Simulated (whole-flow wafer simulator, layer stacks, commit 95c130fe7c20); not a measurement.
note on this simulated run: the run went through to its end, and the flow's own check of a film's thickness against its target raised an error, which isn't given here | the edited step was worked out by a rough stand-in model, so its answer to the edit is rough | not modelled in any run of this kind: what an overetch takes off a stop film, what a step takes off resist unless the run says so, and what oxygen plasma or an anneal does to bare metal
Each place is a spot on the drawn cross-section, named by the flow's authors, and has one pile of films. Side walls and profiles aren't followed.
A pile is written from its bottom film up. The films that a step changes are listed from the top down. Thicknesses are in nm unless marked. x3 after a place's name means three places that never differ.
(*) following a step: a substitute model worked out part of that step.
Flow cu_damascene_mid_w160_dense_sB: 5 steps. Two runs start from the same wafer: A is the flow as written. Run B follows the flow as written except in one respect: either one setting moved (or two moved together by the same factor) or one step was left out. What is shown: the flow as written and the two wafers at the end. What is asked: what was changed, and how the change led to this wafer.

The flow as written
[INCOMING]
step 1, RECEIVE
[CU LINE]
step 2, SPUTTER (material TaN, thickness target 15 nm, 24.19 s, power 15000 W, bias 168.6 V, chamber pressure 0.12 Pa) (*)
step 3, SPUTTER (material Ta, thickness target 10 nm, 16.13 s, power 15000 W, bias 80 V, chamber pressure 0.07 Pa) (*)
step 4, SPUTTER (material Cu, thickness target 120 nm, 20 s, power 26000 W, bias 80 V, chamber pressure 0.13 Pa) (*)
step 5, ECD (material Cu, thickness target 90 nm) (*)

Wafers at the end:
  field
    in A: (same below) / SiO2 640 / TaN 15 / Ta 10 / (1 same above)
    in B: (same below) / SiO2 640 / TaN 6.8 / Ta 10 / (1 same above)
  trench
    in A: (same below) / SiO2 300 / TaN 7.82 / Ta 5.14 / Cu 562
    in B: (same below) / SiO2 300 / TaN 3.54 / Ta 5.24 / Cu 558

Cause: step 2, SPUTTER: thickness target 6.8 nm was run, whereas the flow has thickness target 15 nm; step 2, SPUTTER: 10.89 s was run, where the flow has 24.19 s.
The wafer itself shows it: field has TaN 6.8, and step 2 as written asks for 15 nm.

Step by step, how the change led to this:
  step 2, SPUTTER (material TaN, thickness target 15 nm, 24.19 s, power 15000 W, bias 168.6 V, chamber pressure 0.12 Pa) (*)
      field: A TaN gains 15 (new film) | B TaN gains 6.8 (new film)
      trench: A TaN gains 7.82 (new film) | B TaN gains 3.54 (new film)
